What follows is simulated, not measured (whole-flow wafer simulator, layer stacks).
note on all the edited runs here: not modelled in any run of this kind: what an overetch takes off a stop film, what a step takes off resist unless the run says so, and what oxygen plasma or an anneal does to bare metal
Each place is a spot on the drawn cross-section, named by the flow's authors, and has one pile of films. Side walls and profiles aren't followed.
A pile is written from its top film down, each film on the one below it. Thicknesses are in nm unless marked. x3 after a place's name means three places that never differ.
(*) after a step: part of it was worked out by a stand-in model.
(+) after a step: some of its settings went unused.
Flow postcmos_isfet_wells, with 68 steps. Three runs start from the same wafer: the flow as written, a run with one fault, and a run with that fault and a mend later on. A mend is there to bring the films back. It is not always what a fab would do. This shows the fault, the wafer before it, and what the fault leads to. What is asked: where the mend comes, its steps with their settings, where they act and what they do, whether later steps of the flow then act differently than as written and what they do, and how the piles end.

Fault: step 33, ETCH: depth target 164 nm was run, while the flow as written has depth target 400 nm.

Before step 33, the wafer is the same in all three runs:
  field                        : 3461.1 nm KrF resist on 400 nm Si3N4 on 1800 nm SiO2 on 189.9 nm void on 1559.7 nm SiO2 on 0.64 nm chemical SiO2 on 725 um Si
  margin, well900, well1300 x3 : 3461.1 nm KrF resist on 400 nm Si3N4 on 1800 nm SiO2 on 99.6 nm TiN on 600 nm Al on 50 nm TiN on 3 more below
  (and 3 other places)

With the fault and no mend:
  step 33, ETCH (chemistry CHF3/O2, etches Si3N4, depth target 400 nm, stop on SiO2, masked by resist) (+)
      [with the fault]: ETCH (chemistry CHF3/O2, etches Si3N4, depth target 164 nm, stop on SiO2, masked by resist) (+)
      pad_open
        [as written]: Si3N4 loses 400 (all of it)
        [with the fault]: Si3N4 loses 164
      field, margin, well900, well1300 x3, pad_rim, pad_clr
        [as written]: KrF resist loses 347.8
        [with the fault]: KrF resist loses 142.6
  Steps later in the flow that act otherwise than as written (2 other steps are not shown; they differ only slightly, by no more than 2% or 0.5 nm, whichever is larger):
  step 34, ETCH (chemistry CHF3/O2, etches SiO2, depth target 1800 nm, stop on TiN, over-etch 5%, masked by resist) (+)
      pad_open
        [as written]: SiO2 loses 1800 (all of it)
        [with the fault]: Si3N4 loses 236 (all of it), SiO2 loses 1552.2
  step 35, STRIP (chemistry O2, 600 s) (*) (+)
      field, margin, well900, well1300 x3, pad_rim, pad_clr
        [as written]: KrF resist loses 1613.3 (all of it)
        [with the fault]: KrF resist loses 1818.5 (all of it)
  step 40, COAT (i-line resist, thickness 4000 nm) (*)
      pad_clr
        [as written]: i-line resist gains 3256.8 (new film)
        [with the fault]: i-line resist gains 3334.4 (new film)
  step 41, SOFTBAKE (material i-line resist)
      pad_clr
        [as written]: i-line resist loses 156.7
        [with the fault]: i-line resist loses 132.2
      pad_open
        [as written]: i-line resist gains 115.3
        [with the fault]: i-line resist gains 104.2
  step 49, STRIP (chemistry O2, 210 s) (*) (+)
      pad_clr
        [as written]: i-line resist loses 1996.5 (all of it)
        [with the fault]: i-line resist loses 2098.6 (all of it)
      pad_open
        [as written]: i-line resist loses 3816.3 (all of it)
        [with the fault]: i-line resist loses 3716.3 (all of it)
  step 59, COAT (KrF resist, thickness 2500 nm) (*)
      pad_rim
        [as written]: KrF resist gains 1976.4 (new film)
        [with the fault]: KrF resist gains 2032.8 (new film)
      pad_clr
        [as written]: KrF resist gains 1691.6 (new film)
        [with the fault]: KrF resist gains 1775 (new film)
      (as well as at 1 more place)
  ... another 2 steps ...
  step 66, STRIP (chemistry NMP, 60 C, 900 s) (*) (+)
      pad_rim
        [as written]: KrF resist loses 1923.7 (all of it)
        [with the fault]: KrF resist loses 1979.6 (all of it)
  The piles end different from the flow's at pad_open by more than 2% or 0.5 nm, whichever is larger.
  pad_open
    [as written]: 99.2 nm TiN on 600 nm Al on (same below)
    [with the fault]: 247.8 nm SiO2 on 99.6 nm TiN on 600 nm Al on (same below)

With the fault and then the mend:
  The mend follows step 33.
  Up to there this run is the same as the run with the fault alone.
  step 33a, ETCH (chemistry CHF3/O2, etches Si3N4, depth target 236 nm, stop on SiO2, masked by resist) (a further turn of the flow's step 33, with different settings)
      field, margin, well900, well1300 x3, pad_rim, pad_clr
        KrF resist loses 205.2
      pad_open
        Si3N4 loses 236 (all of it)
  Later steps of the flow that are run all act as written at every place that is followed.
  At every place that both follow, the piles at the end match the flow's.
